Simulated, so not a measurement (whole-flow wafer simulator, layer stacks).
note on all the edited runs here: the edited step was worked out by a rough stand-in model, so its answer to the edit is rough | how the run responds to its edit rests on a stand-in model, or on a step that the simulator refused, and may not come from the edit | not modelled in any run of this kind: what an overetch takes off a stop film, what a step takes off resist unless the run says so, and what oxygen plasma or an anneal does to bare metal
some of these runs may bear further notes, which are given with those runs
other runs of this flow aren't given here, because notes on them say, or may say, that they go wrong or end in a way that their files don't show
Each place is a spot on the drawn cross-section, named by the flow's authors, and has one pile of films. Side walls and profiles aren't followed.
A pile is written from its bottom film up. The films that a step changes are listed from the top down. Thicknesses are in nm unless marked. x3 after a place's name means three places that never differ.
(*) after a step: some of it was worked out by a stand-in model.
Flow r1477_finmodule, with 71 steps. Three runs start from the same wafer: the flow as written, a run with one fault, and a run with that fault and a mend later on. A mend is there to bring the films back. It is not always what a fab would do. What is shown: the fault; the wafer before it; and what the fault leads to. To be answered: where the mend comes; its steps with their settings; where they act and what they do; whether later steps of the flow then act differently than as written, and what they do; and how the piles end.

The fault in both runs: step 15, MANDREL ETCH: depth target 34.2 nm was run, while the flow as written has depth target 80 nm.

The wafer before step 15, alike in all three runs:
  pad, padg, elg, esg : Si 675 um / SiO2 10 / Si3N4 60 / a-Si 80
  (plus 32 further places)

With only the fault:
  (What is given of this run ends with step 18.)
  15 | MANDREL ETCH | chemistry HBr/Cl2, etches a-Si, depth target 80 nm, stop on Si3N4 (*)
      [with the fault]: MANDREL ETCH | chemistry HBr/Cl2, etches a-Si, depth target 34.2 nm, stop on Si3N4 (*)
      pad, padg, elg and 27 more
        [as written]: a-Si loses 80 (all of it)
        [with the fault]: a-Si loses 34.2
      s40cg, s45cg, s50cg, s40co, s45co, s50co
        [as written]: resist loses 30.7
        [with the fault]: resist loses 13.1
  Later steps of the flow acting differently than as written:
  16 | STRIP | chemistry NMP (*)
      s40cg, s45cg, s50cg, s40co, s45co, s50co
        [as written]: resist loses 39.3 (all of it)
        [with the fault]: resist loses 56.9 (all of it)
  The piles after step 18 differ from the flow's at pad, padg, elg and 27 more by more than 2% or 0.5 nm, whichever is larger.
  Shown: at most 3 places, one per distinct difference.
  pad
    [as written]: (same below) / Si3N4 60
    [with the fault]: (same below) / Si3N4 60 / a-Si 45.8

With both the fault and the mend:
  The mend follows step 15.
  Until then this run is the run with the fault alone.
  15a | MANDREL ETCH | chemistry HBr/Cl2, etches a-Si, depth target 45.8 nm, stop on Si3N4 (*) (the flow's step 15 again, with other settings)
      pad, padg, elg and 27 more
        a-Si loses 45.8 (all of it)
      s40cg, s45cg, s50cg, s40co, s45co, s50co
        resist loses 17.6
  None of the later steps of the flow acts differently than as written at any place that is followed.
  The piles end the same as the flow's at every place that both follow.
